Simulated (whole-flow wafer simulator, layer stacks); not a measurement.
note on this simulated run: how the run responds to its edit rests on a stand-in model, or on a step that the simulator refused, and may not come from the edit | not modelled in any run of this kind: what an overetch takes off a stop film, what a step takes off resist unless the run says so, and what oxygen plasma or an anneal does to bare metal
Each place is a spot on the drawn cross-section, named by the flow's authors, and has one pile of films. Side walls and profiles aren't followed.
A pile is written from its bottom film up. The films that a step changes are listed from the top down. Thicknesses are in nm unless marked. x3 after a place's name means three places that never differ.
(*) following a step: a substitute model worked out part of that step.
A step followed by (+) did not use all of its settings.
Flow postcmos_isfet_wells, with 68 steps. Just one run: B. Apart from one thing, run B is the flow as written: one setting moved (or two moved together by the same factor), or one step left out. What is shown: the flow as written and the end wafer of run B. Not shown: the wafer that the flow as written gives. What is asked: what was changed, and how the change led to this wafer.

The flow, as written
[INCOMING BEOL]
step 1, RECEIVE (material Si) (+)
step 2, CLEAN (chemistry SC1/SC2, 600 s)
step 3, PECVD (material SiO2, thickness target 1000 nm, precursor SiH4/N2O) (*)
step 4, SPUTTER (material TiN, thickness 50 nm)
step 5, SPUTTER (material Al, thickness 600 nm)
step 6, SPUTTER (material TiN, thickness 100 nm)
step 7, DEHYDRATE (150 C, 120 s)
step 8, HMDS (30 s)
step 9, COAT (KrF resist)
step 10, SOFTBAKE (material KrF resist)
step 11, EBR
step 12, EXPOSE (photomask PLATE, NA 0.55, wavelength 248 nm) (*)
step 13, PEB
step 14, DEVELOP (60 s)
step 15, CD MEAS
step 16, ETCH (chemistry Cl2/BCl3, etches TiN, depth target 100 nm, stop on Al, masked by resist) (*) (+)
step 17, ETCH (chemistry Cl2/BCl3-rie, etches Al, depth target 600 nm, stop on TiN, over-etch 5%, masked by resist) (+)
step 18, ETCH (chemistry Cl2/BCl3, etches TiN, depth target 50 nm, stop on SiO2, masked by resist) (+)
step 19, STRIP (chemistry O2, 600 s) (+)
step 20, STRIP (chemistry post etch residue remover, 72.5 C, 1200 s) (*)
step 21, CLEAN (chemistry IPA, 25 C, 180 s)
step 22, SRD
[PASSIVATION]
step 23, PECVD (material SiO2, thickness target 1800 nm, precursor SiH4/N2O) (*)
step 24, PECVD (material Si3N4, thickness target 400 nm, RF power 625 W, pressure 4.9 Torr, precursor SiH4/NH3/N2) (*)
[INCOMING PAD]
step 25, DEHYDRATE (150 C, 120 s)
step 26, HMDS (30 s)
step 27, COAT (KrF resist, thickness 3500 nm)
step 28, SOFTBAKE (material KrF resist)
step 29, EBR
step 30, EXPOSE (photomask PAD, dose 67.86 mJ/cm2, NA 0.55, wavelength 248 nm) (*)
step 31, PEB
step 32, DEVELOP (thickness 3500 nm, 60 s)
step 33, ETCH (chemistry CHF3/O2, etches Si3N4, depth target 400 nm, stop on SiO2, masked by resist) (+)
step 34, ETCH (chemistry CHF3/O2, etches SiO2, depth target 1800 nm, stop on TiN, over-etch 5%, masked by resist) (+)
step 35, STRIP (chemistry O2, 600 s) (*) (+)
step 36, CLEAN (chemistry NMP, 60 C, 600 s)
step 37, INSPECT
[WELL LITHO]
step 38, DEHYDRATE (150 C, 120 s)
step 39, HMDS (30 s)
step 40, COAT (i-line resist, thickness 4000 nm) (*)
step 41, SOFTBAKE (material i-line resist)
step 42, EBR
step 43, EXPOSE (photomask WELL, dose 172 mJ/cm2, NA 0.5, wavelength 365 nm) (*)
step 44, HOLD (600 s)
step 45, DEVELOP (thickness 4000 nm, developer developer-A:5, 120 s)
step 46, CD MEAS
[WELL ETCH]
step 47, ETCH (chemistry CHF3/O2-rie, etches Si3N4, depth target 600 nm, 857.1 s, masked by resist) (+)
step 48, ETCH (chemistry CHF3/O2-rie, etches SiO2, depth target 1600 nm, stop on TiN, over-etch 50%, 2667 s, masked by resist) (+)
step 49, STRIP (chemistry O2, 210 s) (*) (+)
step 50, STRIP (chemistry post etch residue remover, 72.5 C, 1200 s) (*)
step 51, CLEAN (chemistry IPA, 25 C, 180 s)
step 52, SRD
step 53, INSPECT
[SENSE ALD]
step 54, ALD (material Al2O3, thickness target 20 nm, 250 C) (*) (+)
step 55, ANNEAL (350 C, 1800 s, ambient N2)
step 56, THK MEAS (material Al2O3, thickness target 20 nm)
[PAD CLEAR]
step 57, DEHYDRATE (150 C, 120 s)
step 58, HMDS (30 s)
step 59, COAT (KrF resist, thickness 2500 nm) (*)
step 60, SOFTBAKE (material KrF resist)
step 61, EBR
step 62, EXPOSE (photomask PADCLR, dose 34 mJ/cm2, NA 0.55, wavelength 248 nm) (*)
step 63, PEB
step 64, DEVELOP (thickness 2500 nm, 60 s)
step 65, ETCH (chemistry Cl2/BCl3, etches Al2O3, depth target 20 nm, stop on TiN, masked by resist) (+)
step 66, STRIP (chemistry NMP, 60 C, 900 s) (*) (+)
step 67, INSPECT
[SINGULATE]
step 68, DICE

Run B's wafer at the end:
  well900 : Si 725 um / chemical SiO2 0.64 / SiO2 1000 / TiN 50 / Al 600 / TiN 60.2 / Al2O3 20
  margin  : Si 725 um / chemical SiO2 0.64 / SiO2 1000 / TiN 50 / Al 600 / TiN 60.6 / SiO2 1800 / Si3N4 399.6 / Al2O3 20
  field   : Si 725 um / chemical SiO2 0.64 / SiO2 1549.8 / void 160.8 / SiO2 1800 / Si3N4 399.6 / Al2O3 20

The reason: step 6, SPUTTER: thickness 61 nm was run, though the flow has thickness 100 nm.

Step by step, how the change led to this:
  step 6, SPUTTER (material TiN, thickness 100 nm)
      field, margin, well900, well1300 x3, pad_rim, pad_clr, pad_open: +61 TiN (new film) (it would be, as written: +100 TiN (new film))
  step 16, ETCH (chemistry Cl2/BCl3, etches TiN, depth target 100 nm, stop on Al, masked by resist) (*) (+)
      margin, well900, well1300 x3, pad_rim, pad_clr, pad_open: -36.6 KrF resist (it would be, as written: -40 KrF resist)
      field: -61 TiN (all of it) (it would be, as written: -100 TiN (all of it))
  step 23, PECVD (material SiO2, thickness target 1800 nm, precursor SiH4/N2O) (*)
      field: +1800 SiO2 (new film), +160.8 void (new film), +549.8 SiO2 (it would be, as written: +1800 SiO2 (new film), +189.9 void (new film), +559.7 SiO2)
